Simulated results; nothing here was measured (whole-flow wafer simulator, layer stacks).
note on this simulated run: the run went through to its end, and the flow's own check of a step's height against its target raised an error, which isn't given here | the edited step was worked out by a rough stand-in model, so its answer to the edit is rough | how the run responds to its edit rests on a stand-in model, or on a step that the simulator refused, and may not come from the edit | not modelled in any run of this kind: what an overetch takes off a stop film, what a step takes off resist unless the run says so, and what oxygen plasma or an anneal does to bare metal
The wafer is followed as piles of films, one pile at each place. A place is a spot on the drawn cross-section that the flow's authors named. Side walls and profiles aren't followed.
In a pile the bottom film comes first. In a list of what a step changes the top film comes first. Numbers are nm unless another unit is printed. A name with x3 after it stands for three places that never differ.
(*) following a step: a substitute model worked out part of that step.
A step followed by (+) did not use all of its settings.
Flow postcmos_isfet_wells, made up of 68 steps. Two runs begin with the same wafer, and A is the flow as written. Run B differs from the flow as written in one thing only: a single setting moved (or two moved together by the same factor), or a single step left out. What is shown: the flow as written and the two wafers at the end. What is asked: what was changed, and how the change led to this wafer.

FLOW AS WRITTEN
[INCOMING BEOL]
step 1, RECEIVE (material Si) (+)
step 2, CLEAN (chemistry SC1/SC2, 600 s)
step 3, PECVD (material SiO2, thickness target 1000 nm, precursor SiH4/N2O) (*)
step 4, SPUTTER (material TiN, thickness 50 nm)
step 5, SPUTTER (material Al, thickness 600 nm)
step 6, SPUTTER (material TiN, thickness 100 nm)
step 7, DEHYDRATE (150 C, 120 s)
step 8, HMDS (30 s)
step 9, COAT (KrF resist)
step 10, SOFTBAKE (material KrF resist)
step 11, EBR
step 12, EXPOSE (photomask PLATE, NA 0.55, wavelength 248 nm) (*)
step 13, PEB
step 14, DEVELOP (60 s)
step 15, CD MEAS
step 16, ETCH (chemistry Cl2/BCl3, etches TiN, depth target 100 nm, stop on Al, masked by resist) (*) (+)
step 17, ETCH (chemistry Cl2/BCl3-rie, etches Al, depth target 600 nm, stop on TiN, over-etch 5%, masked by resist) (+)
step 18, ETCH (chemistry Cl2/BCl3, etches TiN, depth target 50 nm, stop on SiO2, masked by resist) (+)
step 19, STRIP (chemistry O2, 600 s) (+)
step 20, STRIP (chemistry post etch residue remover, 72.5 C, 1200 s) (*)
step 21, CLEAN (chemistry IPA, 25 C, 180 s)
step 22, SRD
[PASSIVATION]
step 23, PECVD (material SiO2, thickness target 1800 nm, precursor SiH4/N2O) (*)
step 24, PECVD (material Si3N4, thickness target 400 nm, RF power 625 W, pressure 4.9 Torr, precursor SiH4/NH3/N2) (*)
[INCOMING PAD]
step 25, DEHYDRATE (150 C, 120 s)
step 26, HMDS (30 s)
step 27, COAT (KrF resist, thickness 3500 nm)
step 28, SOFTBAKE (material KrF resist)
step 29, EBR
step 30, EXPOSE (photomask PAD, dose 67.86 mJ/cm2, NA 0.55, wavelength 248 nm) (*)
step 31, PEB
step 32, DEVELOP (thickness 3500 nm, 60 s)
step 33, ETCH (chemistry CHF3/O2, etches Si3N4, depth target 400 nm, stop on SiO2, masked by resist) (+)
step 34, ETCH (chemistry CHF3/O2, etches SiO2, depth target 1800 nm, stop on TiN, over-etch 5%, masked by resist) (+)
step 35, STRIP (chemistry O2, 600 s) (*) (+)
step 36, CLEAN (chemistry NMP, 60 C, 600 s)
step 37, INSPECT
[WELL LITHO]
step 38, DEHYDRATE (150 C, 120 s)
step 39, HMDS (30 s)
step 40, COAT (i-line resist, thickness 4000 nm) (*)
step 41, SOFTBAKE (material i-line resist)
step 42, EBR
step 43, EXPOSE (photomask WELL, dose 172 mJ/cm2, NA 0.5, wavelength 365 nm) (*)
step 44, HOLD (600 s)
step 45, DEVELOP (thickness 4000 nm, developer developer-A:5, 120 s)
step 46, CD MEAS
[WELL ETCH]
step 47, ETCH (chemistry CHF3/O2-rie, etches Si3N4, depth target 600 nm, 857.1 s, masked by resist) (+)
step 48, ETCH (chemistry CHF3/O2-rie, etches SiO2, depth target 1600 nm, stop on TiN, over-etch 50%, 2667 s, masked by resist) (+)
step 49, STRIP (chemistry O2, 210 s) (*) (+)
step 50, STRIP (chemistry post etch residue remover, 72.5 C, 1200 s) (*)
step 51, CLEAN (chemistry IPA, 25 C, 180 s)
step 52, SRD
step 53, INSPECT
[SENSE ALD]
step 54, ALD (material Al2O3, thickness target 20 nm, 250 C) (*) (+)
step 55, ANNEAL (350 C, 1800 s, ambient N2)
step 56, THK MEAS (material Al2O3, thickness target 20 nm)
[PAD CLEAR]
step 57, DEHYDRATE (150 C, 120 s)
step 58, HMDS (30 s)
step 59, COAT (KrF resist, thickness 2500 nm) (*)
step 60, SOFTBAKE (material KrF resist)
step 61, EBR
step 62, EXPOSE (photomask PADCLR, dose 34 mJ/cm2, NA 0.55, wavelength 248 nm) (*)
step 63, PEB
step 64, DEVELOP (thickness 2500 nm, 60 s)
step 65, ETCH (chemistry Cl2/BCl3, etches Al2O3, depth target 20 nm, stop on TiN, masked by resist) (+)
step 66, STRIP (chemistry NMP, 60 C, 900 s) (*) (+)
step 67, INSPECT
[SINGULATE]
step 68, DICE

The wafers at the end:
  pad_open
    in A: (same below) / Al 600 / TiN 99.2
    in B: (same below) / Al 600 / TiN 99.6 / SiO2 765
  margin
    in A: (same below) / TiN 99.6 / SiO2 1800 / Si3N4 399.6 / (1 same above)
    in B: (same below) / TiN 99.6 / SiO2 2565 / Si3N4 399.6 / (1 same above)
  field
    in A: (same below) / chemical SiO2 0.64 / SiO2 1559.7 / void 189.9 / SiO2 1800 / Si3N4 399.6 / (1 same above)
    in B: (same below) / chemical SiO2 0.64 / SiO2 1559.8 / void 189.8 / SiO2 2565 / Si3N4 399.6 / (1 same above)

What caused this: step 23, PECVD: thickness target 2565 nm was run, though the flow has thickness target 1800 nm.
The wafer itself shows it: margin has SiO2 2565, and step 23 as written asks for 1800 nm.

How this came from the change, step by step:
  step 23, PECVD (material SiO2, thickness target 1800 nm, precursor SiH4/N2O) (*)
      margin, well900, well1300 x3, pad_rim, pad_clr, pad_open: A +1800 SiO2 (new film) | B +2565 SiO2 (new film)
      field: A +1800 SiO2 (new film), +189.9 void (new film), +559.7 SiO2 | B +2565 SiO2 (new film), +189.8 void (new film), +559.8 SiO2
  step 34, ETCH (chemistry CHF3/O2, etches SiO2, depth target 1800 nm, stop on TiN, over-etch 5%, masked by resist) (+)
      pad_open: A -1800 SiO2 (all of it) | B -1800 SiO2
  step 48, ETCH (chemistry CHF3/O2-rie, etches SiO2, depth target 1600 nm, stop on TiN, over-etch 50%, 2667 s, masked by resist) (+)
      well900, well1300 x3: A -1600 SiO2 (all of it) | B -2365 SiO2 (all of it)
  step 59, COAT (KrF resist, thickness 2500 nm) (*)
      field: A +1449 KrF resist (new film) | B +1083.5 KrF resist (new film)
      margin: A +1448.9 KrF resist (new film) | B +1083.4 KrF resist (new film)
  step 63, PEB
      field, margin: A -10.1 KrF resist | B -7.49 KrF resist
  step 66, STRIP (chemistry NMP, 60 C, 900 s) (*) (+)
      field: A -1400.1 KrF resist (all of it) | B -1037.3 KrF resist (all of it)
      margin: A -1400.1 KrF resist (all of it) | B -1037.2 KrF resist (all of it)
